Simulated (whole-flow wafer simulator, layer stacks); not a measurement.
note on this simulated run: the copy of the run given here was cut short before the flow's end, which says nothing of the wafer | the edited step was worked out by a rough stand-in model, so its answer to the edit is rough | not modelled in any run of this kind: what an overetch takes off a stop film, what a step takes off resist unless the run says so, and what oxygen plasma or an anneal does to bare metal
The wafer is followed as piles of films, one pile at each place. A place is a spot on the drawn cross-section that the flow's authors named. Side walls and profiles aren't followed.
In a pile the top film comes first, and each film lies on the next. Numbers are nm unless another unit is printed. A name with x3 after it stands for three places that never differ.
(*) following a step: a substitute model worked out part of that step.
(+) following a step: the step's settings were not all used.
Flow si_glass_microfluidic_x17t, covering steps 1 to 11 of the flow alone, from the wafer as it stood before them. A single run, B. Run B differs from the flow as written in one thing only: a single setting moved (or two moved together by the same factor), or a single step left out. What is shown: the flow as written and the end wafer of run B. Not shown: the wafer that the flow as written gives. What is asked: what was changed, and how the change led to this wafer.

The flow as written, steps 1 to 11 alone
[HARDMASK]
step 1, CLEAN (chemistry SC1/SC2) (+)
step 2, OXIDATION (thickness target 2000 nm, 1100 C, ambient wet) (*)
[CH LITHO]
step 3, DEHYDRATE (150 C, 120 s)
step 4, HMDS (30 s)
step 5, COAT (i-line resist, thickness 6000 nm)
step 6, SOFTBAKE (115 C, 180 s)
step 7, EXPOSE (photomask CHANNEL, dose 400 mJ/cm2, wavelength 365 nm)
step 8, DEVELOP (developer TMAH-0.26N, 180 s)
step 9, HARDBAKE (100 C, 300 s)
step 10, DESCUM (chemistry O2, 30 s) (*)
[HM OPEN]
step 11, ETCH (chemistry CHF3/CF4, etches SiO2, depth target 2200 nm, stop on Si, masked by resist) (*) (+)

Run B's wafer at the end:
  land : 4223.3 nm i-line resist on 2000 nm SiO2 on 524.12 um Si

Cause: step 11, ETCH: depth target 2090 nm was run, though the flow has depth target 2200 nm.

How this came from the change, step by step:
  step 11, ETCH (chemistry CHF3/CF4, etches SiO2, depth target 2200 nm, stop on Si, masked by resist) (*) (+)
      land: i-line resist loses 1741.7 (it would be, as written: i-line resist loses 1833.3)
